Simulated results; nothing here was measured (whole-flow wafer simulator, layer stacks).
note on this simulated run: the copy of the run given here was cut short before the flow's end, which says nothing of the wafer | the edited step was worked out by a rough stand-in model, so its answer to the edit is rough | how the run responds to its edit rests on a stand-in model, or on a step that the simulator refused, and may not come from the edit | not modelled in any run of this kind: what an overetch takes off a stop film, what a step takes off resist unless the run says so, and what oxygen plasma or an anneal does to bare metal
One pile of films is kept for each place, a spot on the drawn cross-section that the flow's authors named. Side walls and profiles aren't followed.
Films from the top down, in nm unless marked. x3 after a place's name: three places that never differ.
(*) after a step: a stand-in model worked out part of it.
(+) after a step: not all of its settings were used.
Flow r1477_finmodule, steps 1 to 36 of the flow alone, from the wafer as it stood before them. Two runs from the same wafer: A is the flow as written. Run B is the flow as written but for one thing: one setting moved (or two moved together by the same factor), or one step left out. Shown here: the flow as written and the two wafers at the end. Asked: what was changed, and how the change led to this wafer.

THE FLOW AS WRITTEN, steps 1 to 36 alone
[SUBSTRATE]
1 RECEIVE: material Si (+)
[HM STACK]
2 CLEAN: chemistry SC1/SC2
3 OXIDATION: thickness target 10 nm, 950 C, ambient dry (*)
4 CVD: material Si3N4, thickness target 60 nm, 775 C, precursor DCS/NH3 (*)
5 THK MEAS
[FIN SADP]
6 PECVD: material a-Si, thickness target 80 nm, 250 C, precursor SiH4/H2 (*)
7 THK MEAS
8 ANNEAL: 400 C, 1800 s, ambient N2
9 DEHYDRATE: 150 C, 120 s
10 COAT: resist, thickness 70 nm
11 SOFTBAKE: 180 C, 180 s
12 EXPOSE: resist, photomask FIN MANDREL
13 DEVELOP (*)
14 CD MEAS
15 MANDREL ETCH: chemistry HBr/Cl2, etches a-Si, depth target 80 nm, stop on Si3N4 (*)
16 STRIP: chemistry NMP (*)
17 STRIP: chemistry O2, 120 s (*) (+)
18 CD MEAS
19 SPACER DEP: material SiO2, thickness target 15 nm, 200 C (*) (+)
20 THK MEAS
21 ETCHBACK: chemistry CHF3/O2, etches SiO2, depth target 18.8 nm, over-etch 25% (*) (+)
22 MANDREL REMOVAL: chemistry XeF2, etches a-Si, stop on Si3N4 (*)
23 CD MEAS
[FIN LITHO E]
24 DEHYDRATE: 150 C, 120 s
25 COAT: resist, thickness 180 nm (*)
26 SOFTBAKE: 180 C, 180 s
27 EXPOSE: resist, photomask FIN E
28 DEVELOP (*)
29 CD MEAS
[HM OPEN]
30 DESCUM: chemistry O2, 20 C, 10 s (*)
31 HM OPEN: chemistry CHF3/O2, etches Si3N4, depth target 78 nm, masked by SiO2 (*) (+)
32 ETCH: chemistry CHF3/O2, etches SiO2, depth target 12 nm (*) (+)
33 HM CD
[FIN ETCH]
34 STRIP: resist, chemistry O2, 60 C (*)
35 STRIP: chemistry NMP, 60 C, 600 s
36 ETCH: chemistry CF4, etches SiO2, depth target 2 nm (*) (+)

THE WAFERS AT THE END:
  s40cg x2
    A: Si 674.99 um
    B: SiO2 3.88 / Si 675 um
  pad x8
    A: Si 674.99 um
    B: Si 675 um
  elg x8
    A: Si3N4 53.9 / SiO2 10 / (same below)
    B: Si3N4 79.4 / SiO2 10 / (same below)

The cause: step 4, CVD: thickness target 85.5 nm was run, where the flow has thickness target 60 nm.

How the change led to this, step by step:
  4 CVD: material Si3N4, thickness target 60 nm, 775 C, precursor DCS/NH3 (*)
      pad x8, elg x8, esg x2 and 18 more: A Si3N4 +60 (new film) | B Si3N4 +85.5 (new film)
  31 HM OPEN: chemistry CHF3/O2, etches Si3N4, depth target 78 nm, masked by SiO2 (*) (+)
      pad x8, esg x2, s40sg x2, s45sg x2, s50sg x2: A Si3N4 -56.4 (all of it), SiO2 -10 (all of it) | B Si3N4 -78
      s40cg x2, s45cg x2, s50cg x2: A Si3N4 -60 (all of it), SiO2 -9 | B Si3N4 -78
  32 ETCH: chemistry CHF3/O2, etches SiO2, depth target 12 nm (*) (+)
      pad x8, s40sg x2, s45sg x2, s50sg x2: A Si -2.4 | B Si3N4 -3.88 (all of it), SiO2 -7.92
      s40cg x2, s45cg x2, s50cg x2: A SiO2 -1 (all of it), Si -2.2 | B Si3N4 -7.5 (all of it), SiO2 -4.12
      (and at 2 more places)
  34 STRIP: resist, chemistry O2, 60 C (*)
      pad x8, esg x2, s40cg x2, s40sg x2, s45cg x2, s45sg x2, s50cg x2, s50sg x2: A chemical SiO2 +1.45 (new film), Si -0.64 | B nothing
  36 ETCH: chemistry CF4, etches SiO2, depth target 2 nm (*) (+)
      pad x8, esg x2, s40sg x2, s45sg x2, s50sg x2: A chemical SiO2 -1.45 (all of it), Si -0.46 | B SiO2 -2.08 (all of it)
      s40cg x2, s45cg x2, s50cg x2: A chemical SiO2 -1.45 (all of it), Si -0.46 | B SiO2 -2
